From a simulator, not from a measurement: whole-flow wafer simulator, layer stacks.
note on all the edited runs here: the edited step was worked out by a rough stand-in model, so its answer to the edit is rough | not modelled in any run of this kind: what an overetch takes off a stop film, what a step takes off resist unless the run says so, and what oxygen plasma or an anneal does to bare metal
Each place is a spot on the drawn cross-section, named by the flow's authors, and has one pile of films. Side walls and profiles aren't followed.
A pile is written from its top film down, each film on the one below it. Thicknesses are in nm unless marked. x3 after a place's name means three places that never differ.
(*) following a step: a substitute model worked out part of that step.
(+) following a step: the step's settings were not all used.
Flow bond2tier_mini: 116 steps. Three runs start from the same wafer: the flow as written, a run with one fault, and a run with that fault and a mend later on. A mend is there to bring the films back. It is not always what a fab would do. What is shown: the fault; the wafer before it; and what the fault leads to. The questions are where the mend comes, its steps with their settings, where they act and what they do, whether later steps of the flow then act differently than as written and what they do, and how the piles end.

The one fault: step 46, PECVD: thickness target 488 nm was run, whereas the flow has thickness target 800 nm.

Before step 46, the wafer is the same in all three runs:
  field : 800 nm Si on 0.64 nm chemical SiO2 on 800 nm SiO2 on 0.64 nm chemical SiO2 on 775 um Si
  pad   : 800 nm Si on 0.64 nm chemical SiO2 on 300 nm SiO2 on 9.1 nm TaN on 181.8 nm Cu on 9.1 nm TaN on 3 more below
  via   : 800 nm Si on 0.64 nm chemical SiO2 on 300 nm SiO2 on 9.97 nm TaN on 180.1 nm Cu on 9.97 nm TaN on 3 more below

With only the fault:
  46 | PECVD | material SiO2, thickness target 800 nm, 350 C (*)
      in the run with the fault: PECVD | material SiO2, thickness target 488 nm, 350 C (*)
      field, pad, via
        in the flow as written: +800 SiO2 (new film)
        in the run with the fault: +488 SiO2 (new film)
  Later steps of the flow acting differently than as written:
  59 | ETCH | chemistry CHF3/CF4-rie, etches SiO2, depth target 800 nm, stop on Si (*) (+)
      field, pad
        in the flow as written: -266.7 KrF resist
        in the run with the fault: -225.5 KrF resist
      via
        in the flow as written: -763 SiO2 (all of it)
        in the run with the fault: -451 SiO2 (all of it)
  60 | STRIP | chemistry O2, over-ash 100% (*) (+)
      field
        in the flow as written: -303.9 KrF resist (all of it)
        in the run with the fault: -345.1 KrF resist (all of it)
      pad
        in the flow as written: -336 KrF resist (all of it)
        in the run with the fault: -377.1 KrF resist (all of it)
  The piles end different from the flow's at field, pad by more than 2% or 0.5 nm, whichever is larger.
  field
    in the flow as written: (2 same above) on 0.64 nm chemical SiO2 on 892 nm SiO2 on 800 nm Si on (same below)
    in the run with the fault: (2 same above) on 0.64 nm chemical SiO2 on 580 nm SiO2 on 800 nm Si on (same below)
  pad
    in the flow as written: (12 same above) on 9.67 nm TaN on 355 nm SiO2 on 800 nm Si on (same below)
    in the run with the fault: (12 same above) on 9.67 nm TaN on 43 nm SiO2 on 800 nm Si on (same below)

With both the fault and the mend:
  The mend follows step 46.
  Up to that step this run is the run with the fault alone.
  46a | PECVD | material SiO2, thickness target 312 nm, 350 C (*) (the flow's step 46 again, with other settings)
      field, pad, via
        +312 SiO2
  Later steps of the flow that are run all act as written at every place that is followed.
  At every place that both follow, the piles at the end match the flow's.
